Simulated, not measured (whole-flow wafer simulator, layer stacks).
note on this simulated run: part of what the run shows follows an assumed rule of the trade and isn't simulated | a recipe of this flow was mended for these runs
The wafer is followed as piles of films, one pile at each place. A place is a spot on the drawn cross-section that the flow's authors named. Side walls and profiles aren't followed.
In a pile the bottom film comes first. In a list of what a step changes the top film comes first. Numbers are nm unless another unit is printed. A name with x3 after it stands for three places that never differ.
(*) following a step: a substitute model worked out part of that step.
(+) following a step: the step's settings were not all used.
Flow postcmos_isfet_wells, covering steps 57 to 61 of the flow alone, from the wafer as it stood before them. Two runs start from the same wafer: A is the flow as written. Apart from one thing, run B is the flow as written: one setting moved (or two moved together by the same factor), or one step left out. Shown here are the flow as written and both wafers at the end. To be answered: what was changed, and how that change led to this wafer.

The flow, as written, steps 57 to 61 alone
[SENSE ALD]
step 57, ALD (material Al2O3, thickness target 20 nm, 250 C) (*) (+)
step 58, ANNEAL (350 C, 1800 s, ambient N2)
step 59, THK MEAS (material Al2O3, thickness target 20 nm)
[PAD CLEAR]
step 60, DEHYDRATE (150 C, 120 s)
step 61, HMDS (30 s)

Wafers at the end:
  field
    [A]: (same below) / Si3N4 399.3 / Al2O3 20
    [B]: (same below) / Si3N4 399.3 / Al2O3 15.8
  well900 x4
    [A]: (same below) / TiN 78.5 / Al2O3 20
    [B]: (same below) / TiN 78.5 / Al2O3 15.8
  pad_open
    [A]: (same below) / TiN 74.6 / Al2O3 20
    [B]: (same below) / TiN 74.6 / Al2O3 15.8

Cause: step 57, ALD: 400 C was run, whereas the flow has 250 C.

The path from the change to this, step by step:
  step 57, ALD (material Al2O3, thickness target 20 nm, 250 C) (*) (+)
      field, margin x3, well900 x4, pad_open: A +20 Al2O3 (new film) | B +15.8 Al2O3 (new film)
